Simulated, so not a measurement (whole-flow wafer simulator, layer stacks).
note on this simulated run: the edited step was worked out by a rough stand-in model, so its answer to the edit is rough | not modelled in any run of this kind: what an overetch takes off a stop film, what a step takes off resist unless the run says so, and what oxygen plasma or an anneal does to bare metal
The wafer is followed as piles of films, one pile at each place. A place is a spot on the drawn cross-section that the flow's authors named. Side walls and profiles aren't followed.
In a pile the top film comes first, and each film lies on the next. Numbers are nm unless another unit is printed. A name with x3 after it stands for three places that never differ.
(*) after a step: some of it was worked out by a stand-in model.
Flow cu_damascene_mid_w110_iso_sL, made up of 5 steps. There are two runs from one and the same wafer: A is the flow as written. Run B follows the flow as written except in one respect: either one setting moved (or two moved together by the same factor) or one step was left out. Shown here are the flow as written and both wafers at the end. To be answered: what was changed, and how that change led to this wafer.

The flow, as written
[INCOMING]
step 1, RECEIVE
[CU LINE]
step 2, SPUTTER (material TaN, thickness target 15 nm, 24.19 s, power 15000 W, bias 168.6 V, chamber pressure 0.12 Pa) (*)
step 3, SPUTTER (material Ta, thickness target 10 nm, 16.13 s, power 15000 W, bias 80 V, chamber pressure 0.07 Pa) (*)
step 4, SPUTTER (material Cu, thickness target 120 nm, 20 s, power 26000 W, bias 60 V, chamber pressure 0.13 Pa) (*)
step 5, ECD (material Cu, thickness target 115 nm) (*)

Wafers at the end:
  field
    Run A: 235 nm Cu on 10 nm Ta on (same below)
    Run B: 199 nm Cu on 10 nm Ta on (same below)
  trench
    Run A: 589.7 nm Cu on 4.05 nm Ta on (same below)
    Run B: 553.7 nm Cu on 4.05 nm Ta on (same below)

What caused this: step 4, SPUTTER: thickness target 84 nm was run, whereas the flow has thickness target 120 nm; step 4, SPUTTER: 14 s was run, where the flow has 20 s.

The path from the change to this, step by step:
  step 4, SPUTTER (material Cu, thickness target 120 nm, 20 s, power 26000 W, bias 60 V, chamber pressure 0.13 Pa) (*)
      field: A Cu gains 120 (new film) | B Cu gains 84 (new film)
      trench: A Cu gains 49.9 (new film) | B Cu gains 35 (new film)
  step 5, ECD (material Cu, thickness target 115 nm) (*)
      trench: A Cu gains 539.8 | B Cu gains 518.8
